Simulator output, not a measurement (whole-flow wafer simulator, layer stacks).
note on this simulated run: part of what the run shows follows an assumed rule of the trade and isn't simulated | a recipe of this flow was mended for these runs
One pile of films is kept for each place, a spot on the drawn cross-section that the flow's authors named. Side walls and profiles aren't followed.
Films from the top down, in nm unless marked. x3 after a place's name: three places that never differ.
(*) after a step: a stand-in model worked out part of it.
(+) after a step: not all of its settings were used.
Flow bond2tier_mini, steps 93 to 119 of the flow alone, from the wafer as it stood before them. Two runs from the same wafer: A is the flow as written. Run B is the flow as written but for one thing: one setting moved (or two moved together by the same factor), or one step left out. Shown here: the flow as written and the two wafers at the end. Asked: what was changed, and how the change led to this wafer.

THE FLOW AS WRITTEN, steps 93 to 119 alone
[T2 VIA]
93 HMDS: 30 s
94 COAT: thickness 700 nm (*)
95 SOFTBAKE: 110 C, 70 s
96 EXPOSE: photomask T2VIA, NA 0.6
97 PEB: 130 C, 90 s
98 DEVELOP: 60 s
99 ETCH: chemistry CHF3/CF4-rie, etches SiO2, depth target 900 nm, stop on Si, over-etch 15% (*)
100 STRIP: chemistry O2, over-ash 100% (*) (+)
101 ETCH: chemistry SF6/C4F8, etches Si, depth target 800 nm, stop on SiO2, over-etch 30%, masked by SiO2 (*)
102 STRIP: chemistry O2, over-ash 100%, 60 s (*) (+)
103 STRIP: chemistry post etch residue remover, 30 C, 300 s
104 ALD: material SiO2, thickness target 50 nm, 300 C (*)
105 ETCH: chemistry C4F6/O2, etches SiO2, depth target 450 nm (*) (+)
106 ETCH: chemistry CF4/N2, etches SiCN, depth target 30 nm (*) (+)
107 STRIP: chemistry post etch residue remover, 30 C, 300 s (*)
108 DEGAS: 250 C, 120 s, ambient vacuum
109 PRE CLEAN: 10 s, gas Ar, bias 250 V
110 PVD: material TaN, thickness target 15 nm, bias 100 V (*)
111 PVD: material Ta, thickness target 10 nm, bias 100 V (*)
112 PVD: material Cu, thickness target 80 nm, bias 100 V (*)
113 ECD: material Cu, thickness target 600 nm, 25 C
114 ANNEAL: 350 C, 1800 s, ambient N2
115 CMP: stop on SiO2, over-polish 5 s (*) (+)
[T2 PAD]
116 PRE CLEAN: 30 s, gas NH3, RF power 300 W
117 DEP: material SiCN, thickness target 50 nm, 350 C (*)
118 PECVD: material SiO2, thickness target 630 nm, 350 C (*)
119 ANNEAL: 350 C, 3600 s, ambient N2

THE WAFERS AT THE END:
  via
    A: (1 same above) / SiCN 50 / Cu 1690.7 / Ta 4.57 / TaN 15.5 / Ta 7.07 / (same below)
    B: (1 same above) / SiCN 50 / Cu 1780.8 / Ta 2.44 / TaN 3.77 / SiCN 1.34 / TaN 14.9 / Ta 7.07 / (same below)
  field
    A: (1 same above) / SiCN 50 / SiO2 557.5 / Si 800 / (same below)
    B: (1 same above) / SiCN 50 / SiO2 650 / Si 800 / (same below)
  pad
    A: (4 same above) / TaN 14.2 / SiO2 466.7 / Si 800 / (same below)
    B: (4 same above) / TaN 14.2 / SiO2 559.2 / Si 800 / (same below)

The cause: step 104, ALD: thickness target 142.5 nm was run, where the flow has thickness target 50 nm.

How the change led to this, step by step:
  104 ALD: material SiO2, thickness target 50 nm, 300 C (*)
      field, pad, via: A SiO2 +50 | B SiO2 +142.5
  105 ETCH: chemistry C4F6/O2, etches SiO2, depth target 450 nm (*) (+)
      via: A SiO2 -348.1 (all of it), SiCN -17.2 | B SiO2 -440.6 (all of it), SiCN -1.58
  106 ETCH: chemistry CF4/N2, etches SiCN, depth target 30 nm (*) (+)
      via: A SiCN -17.6 (all of it), TaN -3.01 | B SiCN -30
  109 PRE CLEAN: 10 s, gas Ar, bias 250 V
      via: A TaN -3.19 | B SiCN -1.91
  110 PVD: material TaN, thickness target 15 nm, bias 100 V (*)
      via: A TaN +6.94 | B TaN +3.77 (new film)
  111 PVD: material Ta, thickness target 10 nm, bias 100 V (*)
      via: A Ta +4.57 (new film) | B Ta +2.44 (new film)
  112 PVD: material Cu, thickness target 80 nm, bias 100 V (*)
      via: A Cu +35 (new film) | B Cu +15.9 (new film)
  113 ECD: material Cu, thickness target 600 nm, 25 C
      via: A Cu +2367 | B Cu +2476.3
Counting metal films that touch as one body, via has 2 bodies (between them, from the top down: SiCN 1.34); the flow as written gives 1 body.
